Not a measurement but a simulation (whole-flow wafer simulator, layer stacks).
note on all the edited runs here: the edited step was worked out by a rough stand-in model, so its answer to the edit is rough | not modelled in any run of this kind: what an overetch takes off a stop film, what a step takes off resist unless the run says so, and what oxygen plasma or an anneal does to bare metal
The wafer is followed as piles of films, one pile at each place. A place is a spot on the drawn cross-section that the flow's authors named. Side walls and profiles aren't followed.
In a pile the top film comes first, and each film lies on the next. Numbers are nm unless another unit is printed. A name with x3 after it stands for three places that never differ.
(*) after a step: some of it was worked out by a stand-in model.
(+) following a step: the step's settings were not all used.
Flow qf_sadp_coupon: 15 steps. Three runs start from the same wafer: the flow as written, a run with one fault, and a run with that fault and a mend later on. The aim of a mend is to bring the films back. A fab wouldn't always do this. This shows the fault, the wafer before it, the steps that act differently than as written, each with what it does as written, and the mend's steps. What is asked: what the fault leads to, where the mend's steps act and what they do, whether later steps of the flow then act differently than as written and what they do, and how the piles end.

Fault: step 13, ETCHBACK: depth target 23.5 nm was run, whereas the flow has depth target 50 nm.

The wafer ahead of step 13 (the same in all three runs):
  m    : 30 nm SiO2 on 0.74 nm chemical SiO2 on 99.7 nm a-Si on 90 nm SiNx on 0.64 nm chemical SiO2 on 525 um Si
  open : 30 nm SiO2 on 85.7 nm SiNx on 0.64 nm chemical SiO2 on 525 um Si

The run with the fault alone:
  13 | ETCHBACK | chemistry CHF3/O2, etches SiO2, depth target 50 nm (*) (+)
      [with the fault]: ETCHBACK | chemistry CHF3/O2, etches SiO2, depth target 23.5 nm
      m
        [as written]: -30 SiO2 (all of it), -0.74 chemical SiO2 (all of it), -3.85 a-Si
        [with the fault]: -23.5 SiO2
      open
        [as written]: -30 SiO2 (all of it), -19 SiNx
        [with the fault]: -23.5 SiO2
  Steps later in the flow that act otherwise than as written:
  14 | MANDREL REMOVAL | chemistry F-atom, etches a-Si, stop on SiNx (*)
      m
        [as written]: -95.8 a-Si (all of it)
        [with the fault]: nothing
  At m, open, the piles at the end differ from the flow's by more than 2% or 0.5 nm, whichever is larger.
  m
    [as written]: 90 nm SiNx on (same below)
    [with the fault]: 6.5 nm SiO2 on 0.74 nm chemical SiO2 on 99.7 nm a-Si on 90 nm SiNx on (same below)
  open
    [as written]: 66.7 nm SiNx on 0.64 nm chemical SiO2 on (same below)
    [with the fault]: 6.5 nm SiO2 on 85.7 nm SiNx on 0.64 nm chemical SiO2 on (same below)

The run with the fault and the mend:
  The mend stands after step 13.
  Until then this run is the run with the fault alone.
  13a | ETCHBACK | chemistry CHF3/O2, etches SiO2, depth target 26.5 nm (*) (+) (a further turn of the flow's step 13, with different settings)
      m
        -6.5 SiO2 (all of it), -0.74 chemical SiO2 (all of it), -3.85 a-Si
      open
        -6.5 SiO2 (all of it), -19 SiNx
  Every later step of the flow that is run acts as written at every place that is followed.
  At every place that both follow, the piles at the end match the flow's.
